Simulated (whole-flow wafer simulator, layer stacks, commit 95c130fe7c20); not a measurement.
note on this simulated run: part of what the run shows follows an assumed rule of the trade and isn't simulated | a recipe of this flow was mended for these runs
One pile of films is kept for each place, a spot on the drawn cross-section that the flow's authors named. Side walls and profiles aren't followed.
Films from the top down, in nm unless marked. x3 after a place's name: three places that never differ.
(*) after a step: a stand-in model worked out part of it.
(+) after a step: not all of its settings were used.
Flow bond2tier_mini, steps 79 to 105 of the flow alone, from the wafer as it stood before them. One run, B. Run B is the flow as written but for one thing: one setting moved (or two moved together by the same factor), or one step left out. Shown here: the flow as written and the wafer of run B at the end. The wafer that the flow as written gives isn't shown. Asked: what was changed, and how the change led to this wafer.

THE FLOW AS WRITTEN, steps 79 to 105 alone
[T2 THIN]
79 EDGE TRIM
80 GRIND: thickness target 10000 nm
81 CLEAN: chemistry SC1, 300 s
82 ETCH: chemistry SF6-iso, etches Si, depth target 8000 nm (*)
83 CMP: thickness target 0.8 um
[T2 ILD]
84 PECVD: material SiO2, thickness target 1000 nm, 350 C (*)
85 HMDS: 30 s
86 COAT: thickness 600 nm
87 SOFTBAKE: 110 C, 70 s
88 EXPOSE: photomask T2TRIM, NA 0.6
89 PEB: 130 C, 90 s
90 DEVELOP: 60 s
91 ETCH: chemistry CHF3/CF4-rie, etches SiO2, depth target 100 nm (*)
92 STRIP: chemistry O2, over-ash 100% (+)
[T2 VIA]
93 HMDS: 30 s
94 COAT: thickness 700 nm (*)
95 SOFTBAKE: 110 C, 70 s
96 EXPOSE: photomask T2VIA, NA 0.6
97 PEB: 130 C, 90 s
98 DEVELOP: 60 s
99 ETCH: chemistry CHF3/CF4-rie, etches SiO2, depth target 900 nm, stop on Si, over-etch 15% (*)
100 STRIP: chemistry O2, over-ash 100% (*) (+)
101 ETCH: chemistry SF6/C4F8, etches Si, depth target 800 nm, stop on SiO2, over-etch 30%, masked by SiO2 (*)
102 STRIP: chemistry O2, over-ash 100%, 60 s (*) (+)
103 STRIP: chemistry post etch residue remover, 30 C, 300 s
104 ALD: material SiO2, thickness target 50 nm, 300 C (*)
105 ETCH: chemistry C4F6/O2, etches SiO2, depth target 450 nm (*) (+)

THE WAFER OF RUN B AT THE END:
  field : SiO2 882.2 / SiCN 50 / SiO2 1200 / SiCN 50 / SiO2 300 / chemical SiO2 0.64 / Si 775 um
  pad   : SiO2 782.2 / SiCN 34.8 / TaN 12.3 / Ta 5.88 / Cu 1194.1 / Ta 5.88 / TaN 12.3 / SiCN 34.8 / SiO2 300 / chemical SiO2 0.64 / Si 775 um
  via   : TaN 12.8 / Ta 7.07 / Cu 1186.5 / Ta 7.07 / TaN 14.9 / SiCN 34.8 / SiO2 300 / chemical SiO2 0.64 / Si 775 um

The cause: step 82, ETCH: depth target 11600 nm was run, where the flow has depth target 8000 nm.

How the change led to this, step by step:
  82 ETCH: chemistry SF6-iso, etches Si, depth target 8000 nm (*)
      field, pad, via: chemical SiO2 -0.6 (all of it), Si -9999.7 (all of it), chemical SiO2 -0.64 (all of it), SiO2 -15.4 (as written it would be: chemical SiO2 -0.6 (all of it), Si -8000)
  83 CMP: thickness target 0.8 um
      field, pad, via: nothing (as written it would be: Si -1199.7)
  84 PECVD: material SiO2, thickness target 1000 nm, 350 C (*)
      field, pad, via: SiO2 +1000 (as written it would be: SiO2 +1000 (new film))
  99 ETCH: chemistry CHF3/CF4-rie, etches SiO2, depth target 900 nm, stop on Si, over-etch 15% (*)
      via: SiO2 -1035 (as written it would be: SiO2 -900 (all of it), Si -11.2)
  101 ETCH: chemistry SF6/C4F8, etches Si, depth target 800 nm, stop on SiO2, over-etch 30%, masked by SiO2 (*)
      via: SiO2 -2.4 (as written it would be: Si -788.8 (all of it), chemical SiO2 -0.64 (all of it), SiO2 -1.87)
      field, pad: SiO2 -2.4 (as written it would be: SiO2 -10.3)
  105 ETCH: chemistry C4F6/O2, etches SiO2, depth target 450 nm (*) (+)
      via: SiO2 -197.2 (all of it), SiCN -34.8 (all of it), TaN -2.1 (as written it would be: SiO2 -348.1 (all of it), SiCN -17.2)
